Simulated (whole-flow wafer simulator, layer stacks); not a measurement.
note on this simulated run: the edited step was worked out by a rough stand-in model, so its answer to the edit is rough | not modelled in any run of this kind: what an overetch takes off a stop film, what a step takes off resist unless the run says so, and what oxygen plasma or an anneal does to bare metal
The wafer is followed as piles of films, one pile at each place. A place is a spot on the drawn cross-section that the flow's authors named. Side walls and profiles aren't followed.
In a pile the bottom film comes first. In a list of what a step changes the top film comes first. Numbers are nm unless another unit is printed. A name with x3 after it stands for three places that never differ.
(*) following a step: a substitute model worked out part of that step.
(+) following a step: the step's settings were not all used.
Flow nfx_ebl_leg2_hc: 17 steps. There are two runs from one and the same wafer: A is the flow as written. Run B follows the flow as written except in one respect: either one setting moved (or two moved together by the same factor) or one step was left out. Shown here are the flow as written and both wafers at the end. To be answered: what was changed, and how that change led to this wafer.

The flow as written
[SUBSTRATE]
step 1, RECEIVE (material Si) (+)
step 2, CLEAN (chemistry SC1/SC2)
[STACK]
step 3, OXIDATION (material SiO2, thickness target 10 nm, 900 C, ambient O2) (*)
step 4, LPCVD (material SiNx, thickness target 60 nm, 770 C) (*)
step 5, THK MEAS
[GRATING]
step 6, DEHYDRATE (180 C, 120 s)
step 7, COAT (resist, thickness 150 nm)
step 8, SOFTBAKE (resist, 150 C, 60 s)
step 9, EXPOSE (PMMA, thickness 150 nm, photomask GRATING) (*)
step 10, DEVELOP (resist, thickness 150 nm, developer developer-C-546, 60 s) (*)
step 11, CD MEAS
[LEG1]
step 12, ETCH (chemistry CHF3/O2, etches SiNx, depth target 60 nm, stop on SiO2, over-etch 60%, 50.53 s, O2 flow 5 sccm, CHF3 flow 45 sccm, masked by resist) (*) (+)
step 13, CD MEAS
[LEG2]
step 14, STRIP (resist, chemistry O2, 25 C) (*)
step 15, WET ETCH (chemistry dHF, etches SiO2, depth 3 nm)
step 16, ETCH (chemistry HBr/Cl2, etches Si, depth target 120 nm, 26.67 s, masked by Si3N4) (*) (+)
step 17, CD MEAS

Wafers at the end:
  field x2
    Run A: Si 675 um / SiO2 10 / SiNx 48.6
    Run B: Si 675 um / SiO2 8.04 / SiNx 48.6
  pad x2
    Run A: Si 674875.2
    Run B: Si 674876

The reason: step 3, OXIDATION: 877 C was run, while the flow as written has 900 C.

How this came from the change, step by step:
  step 3, OXIDATION (material SiO2, thickness target 10 nm, 900 C, ambient O2) (*)
      field x2, pad x2: A SiO2 gains 10 (new film), chemical SiO2 loses 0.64 (all of it), Si loses 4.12 | B SiO2 gains 8.04 (new film), chemical SiO2 loses 0.64 (all of it), Si loses 3.26
  step 12, ETCH (chemistry CHF3/O2, etches SiNx, depth target 60 nm, stop on SiO2, over-etch 60%, 50.53 s, O2 flow 5 sccm, CHF3 flow 45 sccm, masked by resist) (*) (+)
      pad x2: A SiNx loses 60 (all of it), SiO2 loses 10 (all of it) | B SiNx loses 60 (all of it), SiO2 loses 8.04 (all of it)
